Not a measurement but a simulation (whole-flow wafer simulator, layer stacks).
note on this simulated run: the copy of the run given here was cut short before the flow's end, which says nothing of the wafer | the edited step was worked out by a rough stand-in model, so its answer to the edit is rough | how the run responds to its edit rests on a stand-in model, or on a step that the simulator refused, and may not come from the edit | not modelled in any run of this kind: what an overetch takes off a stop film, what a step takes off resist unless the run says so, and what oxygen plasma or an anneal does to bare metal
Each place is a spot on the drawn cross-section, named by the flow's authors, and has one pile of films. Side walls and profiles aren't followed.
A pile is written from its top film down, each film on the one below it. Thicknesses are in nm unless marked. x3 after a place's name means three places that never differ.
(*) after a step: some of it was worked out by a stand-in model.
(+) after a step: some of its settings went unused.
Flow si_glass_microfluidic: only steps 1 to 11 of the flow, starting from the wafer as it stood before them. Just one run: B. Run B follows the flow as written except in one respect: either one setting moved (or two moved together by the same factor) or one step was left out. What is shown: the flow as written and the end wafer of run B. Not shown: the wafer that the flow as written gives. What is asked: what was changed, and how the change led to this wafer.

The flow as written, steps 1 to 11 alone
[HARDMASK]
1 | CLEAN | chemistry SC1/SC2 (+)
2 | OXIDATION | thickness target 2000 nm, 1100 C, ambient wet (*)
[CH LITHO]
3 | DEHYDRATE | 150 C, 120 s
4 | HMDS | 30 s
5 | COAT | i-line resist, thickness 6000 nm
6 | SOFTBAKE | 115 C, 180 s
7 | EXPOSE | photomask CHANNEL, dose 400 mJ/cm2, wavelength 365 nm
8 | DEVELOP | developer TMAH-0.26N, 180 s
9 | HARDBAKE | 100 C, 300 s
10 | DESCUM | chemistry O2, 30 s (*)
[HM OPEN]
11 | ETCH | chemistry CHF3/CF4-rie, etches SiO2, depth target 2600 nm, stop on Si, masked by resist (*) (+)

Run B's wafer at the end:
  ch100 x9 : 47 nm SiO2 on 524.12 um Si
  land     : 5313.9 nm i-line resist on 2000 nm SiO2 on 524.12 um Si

The reason: step 11, ETCH: depth target 1953 nm was run, while the flow as written has depth target 2600 nm.

The path from the change to this, step by step:
  11 | ETCH | chemistry CHF3/CF4-rie, etches SiO2, depth target 2600 nm, stop on Si, masked by resist (*) (+)
      ch100 x9: -1953 SiO2 (as written it would have been: -2000 SiO2 (all of it))
      land: -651 i-line resist (as written it would have been: -866.7 i-line resist)
